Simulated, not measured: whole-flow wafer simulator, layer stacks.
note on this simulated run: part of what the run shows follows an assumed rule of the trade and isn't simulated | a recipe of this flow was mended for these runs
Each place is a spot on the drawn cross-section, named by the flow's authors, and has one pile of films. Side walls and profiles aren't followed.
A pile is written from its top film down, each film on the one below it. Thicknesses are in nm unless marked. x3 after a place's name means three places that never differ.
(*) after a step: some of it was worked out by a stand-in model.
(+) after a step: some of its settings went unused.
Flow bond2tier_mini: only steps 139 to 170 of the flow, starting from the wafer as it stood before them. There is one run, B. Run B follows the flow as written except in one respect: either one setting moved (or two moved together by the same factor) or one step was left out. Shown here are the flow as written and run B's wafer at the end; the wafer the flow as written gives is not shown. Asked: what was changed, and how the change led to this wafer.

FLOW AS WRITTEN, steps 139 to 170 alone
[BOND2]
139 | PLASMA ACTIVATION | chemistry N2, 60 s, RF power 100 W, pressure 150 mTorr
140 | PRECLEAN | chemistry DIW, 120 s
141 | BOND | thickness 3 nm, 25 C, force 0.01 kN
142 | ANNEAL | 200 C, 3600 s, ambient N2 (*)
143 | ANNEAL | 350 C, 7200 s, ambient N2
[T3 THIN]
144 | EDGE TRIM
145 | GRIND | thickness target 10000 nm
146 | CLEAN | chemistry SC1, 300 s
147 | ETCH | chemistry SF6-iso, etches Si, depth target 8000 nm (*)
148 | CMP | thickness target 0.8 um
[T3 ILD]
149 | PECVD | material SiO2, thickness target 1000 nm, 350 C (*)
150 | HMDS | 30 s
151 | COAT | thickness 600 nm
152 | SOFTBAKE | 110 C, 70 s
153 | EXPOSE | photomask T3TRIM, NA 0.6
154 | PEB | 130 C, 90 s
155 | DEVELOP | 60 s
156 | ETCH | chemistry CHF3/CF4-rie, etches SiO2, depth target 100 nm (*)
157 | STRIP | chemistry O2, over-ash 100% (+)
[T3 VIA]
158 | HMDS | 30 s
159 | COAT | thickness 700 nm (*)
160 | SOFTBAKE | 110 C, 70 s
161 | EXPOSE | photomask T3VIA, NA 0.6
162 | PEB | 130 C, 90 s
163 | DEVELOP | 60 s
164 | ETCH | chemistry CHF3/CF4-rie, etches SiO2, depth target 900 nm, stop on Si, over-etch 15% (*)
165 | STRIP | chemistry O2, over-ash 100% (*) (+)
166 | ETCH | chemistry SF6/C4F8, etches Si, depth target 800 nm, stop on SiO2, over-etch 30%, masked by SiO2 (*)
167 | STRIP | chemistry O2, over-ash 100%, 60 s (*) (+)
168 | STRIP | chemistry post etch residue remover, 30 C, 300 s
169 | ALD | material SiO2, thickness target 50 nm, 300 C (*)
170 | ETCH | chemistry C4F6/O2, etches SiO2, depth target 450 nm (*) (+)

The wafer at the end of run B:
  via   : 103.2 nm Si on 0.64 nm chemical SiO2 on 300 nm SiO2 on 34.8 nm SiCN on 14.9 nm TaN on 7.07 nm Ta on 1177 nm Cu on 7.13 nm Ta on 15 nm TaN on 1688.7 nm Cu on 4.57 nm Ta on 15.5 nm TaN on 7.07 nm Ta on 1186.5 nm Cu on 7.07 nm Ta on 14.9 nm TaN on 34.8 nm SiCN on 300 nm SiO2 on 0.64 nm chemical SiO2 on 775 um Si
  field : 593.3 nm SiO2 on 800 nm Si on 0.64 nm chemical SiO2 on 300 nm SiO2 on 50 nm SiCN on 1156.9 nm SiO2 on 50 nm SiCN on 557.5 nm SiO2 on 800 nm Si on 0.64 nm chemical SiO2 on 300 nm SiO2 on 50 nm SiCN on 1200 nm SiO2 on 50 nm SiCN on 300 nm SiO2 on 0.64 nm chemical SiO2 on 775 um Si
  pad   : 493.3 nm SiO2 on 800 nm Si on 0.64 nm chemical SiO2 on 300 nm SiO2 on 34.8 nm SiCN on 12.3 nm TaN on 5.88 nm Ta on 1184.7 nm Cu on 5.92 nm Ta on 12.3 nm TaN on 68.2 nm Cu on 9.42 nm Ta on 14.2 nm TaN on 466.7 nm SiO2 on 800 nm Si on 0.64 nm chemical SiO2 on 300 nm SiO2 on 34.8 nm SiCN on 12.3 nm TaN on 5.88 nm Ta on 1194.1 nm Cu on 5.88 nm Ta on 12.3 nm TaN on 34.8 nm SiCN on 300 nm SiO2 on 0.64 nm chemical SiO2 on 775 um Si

What caused this: step 166, ETCH: depth target 512 nm was run, while the flow as written has depth target 800 nm.

Step by step, how the change led to this:
  166 | ETCH | chemistry SF6/C4F8, etches Si, depth target 800 nm, stop on SiO2, over-etch 30%, masked by SiO2 (*)
      via: Si loses 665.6 (it would be, as written: Si loses 788.8 (all of it), chemical SiO2 loses 0.64 (all of it), SiO2 loses 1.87)
      field, pad: SiO2 loses 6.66 (it would be, as written: SiO2 loses 10.3)
  169 | ALD | material SiO2, thickness target 50 nm, 300 C (*)
      via: SiO2 gains 50 (new film) (it would be, as written: SiO2 gains 50)
  170 | ETCH | chemistry C4F6/O2, etches SiO2, depth target 450 nm (*) (+)
      via: SiO2 loses 50 (all of it), Si loses 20 (it would be, as written: SiO2 loses 348.1 (all of it), SiCN loses 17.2)
